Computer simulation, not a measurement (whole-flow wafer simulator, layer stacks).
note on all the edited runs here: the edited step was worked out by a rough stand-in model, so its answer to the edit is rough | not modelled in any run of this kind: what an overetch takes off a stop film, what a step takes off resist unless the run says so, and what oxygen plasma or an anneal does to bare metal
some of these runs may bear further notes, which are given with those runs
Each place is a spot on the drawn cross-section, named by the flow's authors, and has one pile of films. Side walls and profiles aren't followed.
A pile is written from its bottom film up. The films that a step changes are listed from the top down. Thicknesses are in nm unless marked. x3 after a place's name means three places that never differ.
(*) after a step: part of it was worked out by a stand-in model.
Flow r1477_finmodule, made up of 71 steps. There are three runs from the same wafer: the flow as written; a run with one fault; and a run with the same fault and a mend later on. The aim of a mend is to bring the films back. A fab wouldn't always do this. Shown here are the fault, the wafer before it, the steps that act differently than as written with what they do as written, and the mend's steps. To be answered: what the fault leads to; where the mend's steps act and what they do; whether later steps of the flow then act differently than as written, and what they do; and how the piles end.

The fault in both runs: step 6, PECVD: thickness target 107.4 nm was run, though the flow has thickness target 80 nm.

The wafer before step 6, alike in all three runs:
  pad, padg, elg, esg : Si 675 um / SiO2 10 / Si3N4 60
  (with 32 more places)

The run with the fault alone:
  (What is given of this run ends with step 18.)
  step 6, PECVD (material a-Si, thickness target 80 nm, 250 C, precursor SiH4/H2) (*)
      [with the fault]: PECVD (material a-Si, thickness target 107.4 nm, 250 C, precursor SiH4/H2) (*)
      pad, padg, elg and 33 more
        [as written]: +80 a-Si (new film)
        [with the fault]: +107.4 a-Si (new film)
  Steps further on in the flow that do not act as written:
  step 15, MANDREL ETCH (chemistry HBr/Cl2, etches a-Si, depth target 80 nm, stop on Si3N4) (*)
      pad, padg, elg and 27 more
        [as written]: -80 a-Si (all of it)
        [with the fault]: -80 a-Si
  After step 18, at pad, padg, elg and 33 more, the piles differ from the flow's by more than 2% or 0.5 nm, whichever is larger.
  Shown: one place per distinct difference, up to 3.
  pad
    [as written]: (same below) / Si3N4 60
    [with the fault]: (same below) / Si3N4 60 / a-Si 27.4
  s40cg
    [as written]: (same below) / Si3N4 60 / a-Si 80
    [with the fault]: (same below) / Si3N4 60 / a-Si 107.4

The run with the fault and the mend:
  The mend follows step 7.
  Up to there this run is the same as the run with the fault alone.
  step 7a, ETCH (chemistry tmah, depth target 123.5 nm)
      pad, padg, elg and 33 more
        -107.4 a-Si (all of it)
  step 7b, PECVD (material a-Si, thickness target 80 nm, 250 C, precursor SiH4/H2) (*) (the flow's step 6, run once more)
      pad, padg, elg and 33 more
        +80 a-Si (new film)
  None of the later steps of the flow acts differently than as written at any place that is followed.
  By the end, the piles equal the flow's at every place that both follow.
